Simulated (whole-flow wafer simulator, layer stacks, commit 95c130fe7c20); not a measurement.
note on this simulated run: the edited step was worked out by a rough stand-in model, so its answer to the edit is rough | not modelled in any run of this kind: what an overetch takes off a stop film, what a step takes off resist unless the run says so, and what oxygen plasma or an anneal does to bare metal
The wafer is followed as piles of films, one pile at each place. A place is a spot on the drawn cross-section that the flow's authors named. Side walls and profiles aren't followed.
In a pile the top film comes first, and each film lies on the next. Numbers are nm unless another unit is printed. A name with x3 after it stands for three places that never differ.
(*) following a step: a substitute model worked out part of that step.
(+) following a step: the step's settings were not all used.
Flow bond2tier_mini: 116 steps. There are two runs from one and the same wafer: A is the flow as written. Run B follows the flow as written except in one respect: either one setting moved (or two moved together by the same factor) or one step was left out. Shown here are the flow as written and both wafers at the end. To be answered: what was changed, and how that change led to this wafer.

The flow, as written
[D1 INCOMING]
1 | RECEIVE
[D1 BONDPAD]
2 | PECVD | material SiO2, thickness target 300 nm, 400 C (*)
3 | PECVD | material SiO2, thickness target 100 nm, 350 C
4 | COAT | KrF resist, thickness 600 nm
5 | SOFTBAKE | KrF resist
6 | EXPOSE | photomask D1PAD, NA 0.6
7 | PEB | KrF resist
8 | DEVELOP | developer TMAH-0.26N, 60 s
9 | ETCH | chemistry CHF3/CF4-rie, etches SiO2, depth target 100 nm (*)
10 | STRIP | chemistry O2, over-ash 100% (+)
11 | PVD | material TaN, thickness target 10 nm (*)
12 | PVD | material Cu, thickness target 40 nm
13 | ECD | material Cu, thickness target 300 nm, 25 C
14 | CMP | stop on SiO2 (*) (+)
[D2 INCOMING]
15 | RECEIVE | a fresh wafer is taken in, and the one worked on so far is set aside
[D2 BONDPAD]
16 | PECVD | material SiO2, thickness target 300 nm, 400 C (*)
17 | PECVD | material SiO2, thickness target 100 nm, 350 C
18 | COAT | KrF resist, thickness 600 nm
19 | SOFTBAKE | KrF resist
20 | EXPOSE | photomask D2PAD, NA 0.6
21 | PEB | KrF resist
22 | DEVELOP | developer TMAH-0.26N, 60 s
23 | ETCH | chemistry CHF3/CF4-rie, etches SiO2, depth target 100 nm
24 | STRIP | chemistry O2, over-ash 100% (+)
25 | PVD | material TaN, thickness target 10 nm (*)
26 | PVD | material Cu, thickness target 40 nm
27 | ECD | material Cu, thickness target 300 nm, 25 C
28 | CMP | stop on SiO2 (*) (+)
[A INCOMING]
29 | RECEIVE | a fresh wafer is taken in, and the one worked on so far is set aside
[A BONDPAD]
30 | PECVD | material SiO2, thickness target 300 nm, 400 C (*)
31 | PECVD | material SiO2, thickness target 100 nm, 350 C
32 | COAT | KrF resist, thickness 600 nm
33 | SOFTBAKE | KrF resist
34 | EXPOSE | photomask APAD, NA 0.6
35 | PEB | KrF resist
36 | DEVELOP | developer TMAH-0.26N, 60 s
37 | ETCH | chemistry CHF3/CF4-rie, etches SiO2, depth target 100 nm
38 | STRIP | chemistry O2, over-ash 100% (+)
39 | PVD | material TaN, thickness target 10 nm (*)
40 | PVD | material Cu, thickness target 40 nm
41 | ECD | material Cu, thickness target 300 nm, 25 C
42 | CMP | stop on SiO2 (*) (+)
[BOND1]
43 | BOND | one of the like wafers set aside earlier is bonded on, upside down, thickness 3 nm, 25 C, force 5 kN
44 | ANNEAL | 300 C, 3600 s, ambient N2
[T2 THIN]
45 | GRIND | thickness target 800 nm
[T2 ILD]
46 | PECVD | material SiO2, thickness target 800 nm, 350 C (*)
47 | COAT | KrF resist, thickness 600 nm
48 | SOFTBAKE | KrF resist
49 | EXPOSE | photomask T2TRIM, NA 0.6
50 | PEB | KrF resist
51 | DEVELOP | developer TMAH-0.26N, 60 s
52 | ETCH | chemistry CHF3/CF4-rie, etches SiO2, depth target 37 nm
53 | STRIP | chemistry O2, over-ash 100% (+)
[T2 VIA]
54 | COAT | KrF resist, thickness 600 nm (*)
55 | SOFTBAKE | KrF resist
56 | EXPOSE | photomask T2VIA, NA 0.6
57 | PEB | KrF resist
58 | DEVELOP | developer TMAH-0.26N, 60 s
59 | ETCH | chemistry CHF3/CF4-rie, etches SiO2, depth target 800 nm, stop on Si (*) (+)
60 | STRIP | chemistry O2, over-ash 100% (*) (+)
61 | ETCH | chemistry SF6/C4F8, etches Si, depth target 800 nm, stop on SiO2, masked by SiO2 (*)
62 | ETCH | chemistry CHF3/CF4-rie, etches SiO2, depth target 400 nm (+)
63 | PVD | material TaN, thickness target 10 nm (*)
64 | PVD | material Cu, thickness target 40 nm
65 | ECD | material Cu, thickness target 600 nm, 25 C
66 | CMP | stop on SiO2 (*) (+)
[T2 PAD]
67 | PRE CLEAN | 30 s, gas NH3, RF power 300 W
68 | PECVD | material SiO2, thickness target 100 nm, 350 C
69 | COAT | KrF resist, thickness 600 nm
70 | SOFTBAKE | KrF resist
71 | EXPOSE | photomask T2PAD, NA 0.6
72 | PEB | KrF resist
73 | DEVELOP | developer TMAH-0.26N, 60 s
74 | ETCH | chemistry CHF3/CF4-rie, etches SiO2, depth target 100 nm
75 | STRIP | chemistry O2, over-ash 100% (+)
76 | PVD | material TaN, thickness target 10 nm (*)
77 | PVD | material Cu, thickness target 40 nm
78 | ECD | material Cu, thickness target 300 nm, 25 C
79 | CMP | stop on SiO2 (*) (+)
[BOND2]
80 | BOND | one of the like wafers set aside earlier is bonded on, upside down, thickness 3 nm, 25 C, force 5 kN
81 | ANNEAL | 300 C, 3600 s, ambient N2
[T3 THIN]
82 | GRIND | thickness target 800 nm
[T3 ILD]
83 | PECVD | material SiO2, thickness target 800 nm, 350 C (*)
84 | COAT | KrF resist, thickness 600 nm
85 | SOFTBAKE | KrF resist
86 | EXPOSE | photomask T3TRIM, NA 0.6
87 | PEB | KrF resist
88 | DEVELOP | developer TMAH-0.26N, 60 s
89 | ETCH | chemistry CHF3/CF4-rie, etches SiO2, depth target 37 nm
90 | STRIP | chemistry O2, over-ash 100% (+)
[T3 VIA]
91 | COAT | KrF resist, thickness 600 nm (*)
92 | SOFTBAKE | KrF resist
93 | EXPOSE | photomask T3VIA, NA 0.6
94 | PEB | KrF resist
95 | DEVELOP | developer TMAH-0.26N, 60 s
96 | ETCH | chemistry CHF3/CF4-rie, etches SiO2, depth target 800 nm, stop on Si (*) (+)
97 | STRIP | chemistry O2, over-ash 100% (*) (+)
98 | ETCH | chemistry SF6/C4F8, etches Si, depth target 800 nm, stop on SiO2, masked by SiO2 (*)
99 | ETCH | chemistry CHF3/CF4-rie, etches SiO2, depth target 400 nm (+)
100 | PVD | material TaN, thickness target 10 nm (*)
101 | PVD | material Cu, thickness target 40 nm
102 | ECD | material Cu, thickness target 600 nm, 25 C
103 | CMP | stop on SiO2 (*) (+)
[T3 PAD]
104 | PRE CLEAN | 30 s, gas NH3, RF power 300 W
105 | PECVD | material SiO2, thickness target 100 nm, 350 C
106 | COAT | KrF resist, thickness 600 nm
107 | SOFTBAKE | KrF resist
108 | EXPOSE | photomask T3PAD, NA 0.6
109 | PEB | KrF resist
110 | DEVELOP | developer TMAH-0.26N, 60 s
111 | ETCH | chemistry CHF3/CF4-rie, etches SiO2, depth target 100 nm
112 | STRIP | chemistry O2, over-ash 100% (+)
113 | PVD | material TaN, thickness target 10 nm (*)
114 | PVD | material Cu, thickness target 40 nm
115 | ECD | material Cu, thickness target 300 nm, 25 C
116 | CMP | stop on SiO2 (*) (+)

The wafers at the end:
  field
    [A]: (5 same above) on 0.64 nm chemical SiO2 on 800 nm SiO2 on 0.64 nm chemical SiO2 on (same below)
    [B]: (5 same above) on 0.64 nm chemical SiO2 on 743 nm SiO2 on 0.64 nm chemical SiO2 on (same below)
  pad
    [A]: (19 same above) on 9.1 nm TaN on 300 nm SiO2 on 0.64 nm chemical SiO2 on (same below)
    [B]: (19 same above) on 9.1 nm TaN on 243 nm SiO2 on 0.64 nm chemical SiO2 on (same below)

Cause: step 30, PECVD: thickness target 243 nm was run, whereas the flow has thickness target 300 nm.
One can read it off the wafer: pad has SiO2 243, and step 30 as written asks for 300 nm.

How this came from the change, step by step:
  30 | PECVD | material SiO2, thickness target 300 nm, 400 C (*)
      field, pad, via: A SiO2 gains 300 (new film) | B SiO2 gains 243 (new film)
